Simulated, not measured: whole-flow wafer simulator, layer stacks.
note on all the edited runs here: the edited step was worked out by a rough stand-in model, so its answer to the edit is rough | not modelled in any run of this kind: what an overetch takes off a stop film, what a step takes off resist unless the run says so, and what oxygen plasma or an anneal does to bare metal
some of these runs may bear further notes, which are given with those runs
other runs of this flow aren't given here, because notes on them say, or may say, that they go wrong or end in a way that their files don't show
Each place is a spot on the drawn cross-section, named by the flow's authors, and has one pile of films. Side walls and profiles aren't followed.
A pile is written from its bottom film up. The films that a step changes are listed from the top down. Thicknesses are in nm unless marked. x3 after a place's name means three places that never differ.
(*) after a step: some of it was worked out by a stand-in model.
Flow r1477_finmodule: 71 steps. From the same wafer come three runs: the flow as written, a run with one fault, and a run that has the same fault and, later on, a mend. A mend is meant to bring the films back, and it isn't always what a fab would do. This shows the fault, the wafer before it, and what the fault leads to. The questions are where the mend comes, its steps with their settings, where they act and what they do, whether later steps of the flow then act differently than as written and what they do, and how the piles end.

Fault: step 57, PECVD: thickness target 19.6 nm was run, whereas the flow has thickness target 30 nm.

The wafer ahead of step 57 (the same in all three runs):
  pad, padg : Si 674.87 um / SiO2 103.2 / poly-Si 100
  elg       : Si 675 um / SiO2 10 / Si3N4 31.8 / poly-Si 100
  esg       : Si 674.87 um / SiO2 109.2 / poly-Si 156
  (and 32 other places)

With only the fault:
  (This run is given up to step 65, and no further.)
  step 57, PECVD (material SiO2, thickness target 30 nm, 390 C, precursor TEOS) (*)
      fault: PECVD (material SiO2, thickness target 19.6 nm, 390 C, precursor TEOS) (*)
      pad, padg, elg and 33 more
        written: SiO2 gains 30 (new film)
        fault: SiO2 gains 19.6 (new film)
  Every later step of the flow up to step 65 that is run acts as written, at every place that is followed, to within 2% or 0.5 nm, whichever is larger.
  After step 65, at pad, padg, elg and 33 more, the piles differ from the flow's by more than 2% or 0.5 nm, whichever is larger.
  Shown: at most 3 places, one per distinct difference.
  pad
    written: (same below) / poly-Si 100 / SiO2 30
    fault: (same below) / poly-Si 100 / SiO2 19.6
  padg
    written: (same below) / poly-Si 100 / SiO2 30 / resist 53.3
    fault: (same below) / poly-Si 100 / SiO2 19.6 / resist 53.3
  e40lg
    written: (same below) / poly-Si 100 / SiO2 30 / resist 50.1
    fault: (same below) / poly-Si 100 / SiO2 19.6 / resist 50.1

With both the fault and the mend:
  The mend stands after step 64.
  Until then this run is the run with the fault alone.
  step 64a, STRIP (resist, chemistry O2, 60 C)
      padg, elg, esg
        resist loses 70 (all of it)
      e40lg, e100lg, e200lg
        resist loses 66.9 (all of it)
      s40sg, s45sg
        resist loses 91 (all of it)
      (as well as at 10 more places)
  step 64b, PECVD (material SiO2, thickness target 10.4 nm, 390 C, precursor TEOS) (*) (the flow's step 57, run once more with other settings)
      pad, padg, elg and 33 more
        SiO2 gains 10.4
  step 64c, DEHYDRATE (150 C, 120 s) (the flow's step 59, run once more)
      leaves every film unchanged at each place that is followed
  step 64d, COAT (resist, thickness 70 nm) (*) (the flow's step 60, run once more)
      e40lg, e100lg, e200lg, elo, e40lo, e100lo, e200lo
        resist gains 66.9 (new film)
      pad, padg, elg, esg
        resist gains 70 (new film)
      s40sg, s45sg, s40so, s45so
        resist gains 91 (new film)
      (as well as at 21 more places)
  step 64e, SOFTBAKE (180 C, 180 s) (*) (the flow's step 61, run once more)
      leaves every film unchanged at each place that is followed
  step 64f, EXPOSE (resist, photomask GATE) (the flow's step 62, run once more)
      leaves every film unchanged at each place that is followed
  step 64g, DEVELOP (*) (the flow's step 63, run once more)
      elo, e40lo, e100lo, e200lo
        resist loses 66.9 (all of it)
      eso, e40so
        resist loses 129.5 (all of it)
      s40so, s45so
        resist loses 91 (all of it)
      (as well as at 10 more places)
  Every later step of the flow that is run acts as written at every place that is followed.
  The piles end the same as the flow's at every place that both follow.
